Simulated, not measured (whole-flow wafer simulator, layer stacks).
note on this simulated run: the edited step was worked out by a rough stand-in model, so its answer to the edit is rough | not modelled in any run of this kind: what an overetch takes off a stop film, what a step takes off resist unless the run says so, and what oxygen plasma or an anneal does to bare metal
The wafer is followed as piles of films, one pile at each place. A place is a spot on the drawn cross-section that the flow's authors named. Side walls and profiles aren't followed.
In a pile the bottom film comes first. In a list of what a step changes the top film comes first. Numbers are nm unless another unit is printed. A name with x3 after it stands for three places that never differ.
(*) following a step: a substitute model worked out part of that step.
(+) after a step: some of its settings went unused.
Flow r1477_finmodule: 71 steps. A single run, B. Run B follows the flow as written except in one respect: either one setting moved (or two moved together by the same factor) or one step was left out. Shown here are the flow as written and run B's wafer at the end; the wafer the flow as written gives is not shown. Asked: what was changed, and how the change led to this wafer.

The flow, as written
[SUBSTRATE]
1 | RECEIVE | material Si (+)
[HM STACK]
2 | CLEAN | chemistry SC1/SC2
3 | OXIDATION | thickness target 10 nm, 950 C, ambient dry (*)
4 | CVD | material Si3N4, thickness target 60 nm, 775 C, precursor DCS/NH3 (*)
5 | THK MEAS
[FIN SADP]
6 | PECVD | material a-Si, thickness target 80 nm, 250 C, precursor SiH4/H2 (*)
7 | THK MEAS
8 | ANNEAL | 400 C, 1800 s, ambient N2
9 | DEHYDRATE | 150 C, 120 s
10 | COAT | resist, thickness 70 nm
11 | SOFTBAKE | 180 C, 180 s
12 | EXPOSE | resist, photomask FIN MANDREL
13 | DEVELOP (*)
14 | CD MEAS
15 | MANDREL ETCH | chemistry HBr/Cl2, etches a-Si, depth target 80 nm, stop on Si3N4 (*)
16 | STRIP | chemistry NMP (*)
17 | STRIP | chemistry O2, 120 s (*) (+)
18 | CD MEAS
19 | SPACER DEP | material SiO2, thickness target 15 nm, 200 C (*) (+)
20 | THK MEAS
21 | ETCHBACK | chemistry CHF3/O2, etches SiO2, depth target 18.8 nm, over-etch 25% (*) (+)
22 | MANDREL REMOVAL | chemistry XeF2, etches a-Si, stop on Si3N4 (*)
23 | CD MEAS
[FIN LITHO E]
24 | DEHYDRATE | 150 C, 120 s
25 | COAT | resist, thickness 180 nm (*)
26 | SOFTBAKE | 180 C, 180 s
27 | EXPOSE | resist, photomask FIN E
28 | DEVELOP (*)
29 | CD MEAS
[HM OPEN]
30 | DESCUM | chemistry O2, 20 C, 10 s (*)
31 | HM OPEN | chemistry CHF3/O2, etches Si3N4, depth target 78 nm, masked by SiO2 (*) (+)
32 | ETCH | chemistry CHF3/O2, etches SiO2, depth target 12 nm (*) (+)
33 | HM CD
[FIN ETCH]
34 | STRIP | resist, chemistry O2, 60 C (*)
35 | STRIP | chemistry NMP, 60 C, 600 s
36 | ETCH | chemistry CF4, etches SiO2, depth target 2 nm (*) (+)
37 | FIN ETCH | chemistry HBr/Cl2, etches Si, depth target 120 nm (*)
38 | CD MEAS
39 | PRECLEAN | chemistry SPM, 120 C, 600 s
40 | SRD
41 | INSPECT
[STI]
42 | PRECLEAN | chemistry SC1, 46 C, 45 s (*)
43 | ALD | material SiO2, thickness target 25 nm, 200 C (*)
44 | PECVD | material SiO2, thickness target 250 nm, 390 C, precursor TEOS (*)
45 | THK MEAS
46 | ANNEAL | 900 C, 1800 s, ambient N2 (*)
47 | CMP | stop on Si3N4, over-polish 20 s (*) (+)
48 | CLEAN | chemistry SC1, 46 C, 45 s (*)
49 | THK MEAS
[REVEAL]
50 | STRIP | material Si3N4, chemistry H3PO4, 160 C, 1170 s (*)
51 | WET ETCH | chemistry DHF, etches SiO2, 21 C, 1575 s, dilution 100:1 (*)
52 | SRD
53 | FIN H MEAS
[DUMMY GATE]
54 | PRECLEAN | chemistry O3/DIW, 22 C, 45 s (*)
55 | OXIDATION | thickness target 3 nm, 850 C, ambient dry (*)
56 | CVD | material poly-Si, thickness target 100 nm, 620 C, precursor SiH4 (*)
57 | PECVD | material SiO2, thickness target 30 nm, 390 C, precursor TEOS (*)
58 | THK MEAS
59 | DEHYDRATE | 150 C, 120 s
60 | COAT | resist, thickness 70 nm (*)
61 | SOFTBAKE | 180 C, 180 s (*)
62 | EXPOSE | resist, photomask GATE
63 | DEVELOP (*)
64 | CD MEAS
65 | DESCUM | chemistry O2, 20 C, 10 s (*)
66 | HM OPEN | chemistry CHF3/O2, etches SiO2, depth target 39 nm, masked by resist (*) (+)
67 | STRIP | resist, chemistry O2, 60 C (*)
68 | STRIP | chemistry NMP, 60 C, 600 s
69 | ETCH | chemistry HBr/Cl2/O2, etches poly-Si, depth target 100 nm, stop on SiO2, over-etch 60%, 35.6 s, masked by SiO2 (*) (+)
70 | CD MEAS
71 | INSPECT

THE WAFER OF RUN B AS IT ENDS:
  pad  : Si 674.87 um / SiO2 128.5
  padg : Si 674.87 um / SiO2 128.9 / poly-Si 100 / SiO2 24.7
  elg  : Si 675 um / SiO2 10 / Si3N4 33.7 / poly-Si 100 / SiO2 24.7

What caused this: step 51, WET ETCH: 1102 s was run, whereas the flow has 1575 s.

How this came from the change, step by step:
  51 | WET ETCH | chemistry DHF, etches SiO2, 21 C, 1575 s, dilution 100:1 (*)
      pad, padg, e40sg and 12 more: SiO2 loses 60 (as written it would have been: SiO2 loses 85.7)
      elg, e40lg, e100lg, e200lg, elo, e40lo, e100lo, e200lo: SiO2 loses 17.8 (all of it), Si3N4 loses 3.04 (as written it would have been: SiO2 loses 17.8 (all of it), Si3N4 loses 4.97)
      (also at 7 further places)
  56 | CVD | material poly-Si, thickness target 100 nm, 620 C, precursor SiH4 (*)
      s40sg_line, s45sg_line, s50sg_line, s40so_line, s45so_line, s50so_line: poly-Si gains 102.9 (new film) (as written it would have been: poly-Si gains 100 (new film))
      s40cg, s40co: poly-Si gains 100 (new film) (as written it would have been: poly-Si gains 113.9 (new film))
      (also at 5 further places)
  60 | COAT | resist, thickness 70 nm (*)
      e40sg, eso, e40so: resist gains 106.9 (new film) (as written it would have been: resist gains 129.5 (new film))
      e100sg, e100so: resist gains 106.9 (new film) (as written it would have been: resist gains 129.4 (new film))
      (also at 20 further places)
  63 | DEVELOP (*)
      eso, e40so: resist loses 106.9 (all of it) (as written it would have been: resist loses 129.5 (all of it))
      e100so: resist loses 106.9 (all of it) (as written it would have been: resist loses 129.4 (all of it))
      (also at 10 further places)
  67 | STRIP | resist, chemistry O2, 60 C (*)
      e100lg, e200lg: resist loses 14 (all of it) (as written it would have been: resist loses 12.8 (all of it))
      e40lg: resist loses 13.9 (all of it) (as written it would have been: resist loses 12.8 (all of it))
      (also at 12 further places)
  69 | ETCH | chemistry HBr/Cl2/O2, etches poly-Si, depth target 100 nm, stop on SiO2, over-etch 60%, 35.6 s, masked by SiO2 (*) (+)
      s40so_line, s45so_line, s50so_line: chemical SiO2 loses 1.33 (all of it), poly-Si loses 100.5 (all of it), SiO2 loses 0.3 (as written it would have been: chemical SiO2 loses 1.46 (all of it), poly-Si loses 97.6 (all of it), SiO2 loses 0.42)
      s40co: chemical SiO2 loses 1.33 (all of it), poly-Si loses 97.6 (all of it), SiO2 loses 0.42 (as written it would have been: chemical SiO2 loses 1.46 (all of it), poly-Si loses 111.5 (all of it), SiO2 loses 0.24)
      (also at 2 further places)
